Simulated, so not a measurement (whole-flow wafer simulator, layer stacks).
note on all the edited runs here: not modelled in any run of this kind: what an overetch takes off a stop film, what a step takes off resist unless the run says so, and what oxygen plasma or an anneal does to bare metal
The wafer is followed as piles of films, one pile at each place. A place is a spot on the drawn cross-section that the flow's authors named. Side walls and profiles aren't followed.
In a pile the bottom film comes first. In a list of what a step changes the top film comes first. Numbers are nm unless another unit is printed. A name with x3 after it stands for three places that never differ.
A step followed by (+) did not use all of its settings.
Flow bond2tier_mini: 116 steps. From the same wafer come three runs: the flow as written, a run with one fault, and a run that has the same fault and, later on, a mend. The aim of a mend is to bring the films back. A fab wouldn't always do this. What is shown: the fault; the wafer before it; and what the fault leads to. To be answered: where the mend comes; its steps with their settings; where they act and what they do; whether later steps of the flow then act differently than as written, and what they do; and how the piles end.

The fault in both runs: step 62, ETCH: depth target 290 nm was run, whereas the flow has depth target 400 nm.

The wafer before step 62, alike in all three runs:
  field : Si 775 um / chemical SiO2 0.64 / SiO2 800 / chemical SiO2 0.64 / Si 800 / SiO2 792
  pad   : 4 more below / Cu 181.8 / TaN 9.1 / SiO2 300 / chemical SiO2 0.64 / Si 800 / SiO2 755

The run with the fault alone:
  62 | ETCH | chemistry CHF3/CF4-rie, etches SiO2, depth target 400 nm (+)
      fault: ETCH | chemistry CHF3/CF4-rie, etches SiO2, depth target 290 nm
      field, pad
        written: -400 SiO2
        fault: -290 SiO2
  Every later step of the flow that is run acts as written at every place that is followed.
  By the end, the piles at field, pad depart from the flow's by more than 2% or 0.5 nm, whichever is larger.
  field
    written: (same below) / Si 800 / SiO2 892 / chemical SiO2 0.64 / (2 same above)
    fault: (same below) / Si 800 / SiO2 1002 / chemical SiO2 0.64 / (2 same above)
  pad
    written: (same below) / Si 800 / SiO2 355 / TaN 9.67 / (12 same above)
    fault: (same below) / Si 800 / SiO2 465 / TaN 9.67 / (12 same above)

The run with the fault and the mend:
  The mend stands after step 62.
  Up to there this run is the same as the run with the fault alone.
  62a | ETCH | chemistry CHF3/CF4-rie, etches SiO2, depth target 110 nm (+) (the flow's step 62 again, with other settings)
      field, pad
        -110 SiO2
  Every later step of the flow that is run acts as written at every place that is followed.
  The piles end the same as the flow's at every place that both follow.
